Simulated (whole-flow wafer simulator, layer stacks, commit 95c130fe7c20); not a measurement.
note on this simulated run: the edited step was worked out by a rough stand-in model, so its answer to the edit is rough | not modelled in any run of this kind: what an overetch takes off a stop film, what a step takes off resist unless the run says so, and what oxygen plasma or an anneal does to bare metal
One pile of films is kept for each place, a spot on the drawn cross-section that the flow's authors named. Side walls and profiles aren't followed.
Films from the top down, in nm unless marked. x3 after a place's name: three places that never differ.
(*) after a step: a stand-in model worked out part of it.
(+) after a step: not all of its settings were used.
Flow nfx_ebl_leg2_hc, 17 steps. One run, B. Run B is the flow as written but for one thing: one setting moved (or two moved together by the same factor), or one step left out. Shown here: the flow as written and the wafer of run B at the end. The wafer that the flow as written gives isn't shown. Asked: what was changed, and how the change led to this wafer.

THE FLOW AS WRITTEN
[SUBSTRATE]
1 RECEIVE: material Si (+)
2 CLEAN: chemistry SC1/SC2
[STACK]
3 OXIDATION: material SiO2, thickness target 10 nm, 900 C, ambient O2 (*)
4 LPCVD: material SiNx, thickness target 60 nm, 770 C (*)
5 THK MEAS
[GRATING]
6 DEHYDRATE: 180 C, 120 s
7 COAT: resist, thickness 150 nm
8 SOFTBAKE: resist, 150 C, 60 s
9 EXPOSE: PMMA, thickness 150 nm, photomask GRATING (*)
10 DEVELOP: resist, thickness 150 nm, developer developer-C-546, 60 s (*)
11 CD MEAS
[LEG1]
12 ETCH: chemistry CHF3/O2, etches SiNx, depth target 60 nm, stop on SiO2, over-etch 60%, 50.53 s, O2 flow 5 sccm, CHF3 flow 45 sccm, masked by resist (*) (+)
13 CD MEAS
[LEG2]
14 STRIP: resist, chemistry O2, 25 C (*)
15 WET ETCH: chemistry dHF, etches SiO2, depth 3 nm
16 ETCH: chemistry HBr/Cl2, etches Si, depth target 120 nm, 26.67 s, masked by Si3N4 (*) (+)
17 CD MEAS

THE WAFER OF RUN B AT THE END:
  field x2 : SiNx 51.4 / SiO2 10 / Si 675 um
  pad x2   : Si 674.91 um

The cause: step 16, ETCH: depth target 90 nm was run, where the flow has depth target 120 nm; step 16, ETCH: 20 s was run, where the flow has 26.67 s.

How the change led to this, step by step:
  16 ETCH: chemistry HBr/Cl2, etches Si, depth target 120 nm, 26.67 s, masked by Si3N4 (*) (+)
      field x2: SiNx -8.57 (as written it would be: SiNx -11.4)
      pad x2: Si -90 (as written it would be: Si -120)
